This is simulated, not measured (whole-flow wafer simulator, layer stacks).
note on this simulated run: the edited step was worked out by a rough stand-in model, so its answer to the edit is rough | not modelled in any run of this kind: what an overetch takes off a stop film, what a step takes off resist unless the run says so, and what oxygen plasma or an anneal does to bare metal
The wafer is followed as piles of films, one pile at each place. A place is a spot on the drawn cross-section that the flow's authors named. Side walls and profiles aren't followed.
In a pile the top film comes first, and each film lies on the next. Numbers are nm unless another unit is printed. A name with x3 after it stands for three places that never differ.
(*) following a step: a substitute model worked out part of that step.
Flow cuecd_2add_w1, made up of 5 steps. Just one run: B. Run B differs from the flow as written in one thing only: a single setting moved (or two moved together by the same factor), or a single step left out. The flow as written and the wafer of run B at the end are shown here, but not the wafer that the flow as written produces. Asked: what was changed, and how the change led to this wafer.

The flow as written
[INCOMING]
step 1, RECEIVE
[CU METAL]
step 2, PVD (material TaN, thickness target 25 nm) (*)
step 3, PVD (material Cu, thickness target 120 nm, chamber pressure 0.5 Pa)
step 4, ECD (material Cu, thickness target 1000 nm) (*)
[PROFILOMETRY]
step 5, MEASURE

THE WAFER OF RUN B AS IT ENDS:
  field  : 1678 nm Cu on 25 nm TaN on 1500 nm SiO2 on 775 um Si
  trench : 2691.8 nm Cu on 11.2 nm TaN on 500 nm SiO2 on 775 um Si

What caused this: step 4, ECD: thickness target 1558 nm was run, while the flow as written has thickness target 1000 nm.

How this came from the change, step by step:
  step 4, ECD (material Cu, thickness target 1000 nm) (*)
      field: +1558 Cu (it would be, as written: +1000 Cu)
      trench: +2638.2 Cu (it would be, as written: +2080.2 Cu)
